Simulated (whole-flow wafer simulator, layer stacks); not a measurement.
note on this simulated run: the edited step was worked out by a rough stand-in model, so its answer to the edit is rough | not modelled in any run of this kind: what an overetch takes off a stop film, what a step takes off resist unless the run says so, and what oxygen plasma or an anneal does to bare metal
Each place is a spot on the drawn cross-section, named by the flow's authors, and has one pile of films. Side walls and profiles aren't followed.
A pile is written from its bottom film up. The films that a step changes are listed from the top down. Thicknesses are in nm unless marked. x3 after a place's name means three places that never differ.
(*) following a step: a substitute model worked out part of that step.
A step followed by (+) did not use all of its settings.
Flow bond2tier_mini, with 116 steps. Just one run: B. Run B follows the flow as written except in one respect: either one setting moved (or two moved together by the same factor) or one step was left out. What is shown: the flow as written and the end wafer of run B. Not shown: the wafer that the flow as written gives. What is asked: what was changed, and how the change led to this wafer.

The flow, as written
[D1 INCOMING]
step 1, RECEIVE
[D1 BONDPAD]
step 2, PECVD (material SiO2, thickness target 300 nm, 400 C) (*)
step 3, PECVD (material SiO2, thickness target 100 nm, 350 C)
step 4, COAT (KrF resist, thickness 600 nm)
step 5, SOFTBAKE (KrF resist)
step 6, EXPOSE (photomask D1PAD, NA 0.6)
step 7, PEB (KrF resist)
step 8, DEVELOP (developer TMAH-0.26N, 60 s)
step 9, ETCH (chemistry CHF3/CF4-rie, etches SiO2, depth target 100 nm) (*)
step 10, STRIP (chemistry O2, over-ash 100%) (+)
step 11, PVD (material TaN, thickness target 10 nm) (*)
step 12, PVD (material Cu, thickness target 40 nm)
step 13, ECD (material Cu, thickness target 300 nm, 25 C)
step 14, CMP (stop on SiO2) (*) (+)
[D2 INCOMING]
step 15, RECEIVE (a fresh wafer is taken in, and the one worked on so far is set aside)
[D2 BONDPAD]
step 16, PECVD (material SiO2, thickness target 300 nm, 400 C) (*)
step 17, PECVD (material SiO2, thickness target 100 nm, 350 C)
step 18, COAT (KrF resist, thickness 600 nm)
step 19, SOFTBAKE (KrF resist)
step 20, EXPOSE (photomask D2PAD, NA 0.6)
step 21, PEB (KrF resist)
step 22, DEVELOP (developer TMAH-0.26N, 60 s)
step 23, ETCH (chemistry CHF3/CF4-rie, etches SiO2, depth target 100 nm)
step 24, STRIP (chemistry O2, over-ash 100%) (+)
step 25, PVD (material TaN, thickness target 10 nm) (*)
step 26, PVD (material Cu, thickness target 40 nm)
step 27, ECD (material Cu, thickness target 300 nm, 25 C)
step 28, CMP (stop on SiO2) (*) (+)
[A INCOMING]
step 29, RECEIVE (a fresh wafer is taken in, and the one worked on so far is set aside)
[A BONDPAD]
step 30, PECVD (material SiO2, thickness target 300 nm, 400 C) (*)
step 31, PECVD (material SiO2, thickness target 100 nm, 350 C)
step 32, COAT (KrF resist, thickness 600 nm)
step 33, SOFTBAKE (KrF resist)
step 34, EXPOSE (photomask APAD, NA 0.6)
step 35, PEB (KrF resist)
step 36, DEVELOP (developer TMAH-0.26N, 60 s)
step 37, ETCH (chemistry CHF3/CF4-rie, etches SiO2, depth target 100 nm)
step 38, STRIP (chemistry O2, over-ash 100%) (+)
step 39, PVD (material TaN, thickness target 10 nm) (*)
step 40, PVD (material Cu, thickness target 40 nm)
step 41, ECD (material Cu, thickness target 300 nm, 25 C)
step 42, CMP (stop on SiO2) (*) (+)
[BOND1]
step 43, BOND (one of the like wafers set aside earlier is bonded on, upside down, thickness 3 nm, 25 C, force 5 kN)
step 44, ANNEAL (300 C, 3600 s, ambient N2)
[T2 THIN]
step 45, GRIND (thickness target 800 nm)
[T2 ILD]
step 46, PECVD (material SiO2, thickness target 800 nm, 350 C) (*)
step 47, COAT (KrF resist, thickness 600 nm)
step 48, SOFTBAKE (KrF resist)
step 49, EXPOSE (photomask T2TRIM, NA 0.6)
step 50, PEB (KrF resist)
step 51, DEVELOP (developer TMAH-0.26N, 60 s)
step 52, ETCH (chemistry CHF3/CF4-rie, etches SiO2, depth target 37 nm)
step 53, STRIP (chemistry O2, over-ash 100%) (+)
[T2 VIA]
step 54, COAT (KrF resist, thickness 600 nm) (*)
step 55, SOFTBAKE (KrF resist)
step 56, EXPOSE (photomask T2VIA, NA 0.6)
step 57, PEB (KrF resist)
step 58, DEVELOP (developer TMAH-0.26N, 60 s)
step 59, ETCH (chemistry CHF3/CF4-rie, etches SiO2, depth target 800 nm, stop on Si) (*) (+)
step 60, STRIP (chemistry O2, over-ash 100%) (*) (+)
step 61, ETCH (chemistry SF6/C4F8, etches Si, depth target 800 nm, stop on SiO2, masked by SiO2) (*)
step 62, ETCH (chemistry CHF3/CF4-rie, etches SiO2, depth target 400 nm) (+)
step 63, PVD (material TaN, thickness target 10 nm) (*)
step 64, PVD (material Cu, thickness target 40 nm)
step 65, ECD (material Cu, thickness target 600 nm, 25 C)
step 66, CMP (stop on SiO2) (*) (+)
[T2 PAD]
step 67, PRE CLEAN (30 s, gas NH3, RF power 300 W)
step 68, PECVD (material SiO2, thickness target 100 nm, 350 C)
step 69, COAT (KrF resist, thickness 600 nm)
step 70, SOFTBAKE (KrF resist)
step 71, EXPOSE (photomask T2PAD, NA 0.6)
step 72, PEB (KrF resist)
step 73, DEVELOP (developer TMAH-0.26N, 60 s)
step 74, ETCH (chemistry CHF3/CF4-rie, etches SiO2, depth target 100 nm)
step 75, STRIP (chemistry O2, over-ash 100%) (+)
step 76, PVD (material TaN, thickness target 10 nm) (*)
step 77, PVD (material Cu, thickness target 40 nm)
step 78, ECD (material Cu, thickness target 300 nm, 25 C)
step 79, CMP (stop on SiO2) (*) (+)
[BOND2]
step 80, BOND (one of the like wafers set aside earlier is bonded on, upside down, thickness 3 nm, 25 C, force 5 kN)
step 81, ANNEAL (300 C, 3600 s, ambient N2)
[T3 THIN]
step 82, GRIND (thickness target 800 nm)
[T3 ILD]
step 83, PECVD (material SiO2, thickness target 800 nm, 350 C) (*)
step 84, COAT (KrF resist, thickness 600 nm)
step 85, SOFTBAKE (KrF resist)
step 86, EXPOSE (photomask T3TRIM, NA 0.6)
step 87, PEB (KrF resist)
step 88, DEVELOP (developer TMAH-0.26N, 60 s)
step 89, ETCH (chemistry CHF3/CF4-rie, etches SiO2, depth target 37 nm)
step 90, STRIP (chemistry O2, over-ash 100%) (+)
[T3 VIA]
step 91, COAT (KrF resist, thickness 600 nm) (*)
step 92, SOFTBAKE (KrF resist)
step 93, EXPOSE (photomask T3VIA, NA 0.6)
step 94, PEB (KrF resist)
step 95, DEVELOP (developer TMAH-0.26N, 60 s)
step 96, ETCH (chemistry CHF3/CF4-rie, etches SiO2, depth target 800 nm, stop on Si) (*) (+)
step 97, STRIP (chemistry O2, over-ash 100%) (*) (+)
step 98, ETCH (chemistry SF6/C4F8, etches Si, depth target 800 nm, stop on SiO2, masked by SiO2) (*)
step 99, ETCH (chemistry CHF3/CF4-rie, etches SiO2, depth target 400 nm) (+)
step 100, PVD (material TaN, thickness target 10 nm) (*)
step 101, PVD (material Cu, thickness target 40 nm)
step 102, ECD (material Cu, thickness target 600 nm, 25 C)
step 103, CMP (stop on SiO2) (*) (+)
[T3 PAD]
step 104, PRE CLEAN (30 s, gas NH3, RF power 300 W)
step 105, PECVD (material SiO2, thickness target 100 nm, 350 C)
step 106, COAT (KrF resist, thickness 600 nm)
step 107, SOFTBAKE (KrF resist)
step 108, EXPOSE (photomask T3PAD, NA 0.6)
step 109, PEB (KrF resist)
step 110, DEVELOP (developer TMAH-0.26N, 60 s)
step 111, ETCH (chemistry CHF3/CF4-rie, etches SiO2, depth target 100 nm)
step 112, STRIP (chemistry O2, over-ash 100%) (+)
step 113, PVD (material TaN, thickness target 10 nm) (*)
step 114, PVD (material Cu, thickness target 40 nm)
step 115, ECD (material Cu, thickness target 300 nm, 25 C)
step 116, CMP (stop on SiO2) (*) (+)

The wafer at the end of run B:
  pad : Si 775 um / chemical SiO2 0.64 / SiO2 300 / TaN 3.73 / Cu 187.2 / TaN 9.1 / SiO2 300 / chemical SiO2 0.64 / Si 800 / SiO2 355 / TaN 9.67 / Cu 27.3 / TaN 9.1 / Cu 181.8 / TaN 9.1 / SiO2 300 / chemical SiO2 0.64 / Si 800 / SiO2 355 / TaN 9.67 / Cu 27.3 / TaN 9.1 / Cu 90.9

Cause: step 39, PVD: thickness target 4.1 nm was run, whereas the flow has thickness target 10 nm.

The path from the change to this, step by step:
  step 39, PVD (material TaN, thickness target 10 nm) (*)
      field: TaN gains 4.1 (new film) (in the flow as written it would be: TaN gains 10 (new film))
      pad: TaN gains 3.73 (new film) (in the flow as written it would be: TaN gains 9.1 (new film))
      (and at 1 other place as well)
  step 42, CMP (stop on SiO2) (*) (+)
      field: Cu loses 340 (all of it), TaN loses 4.1 (all of it) (in the flow as written it would be: Cu loses 340 (all of it), TaN loses 10 (all of it))
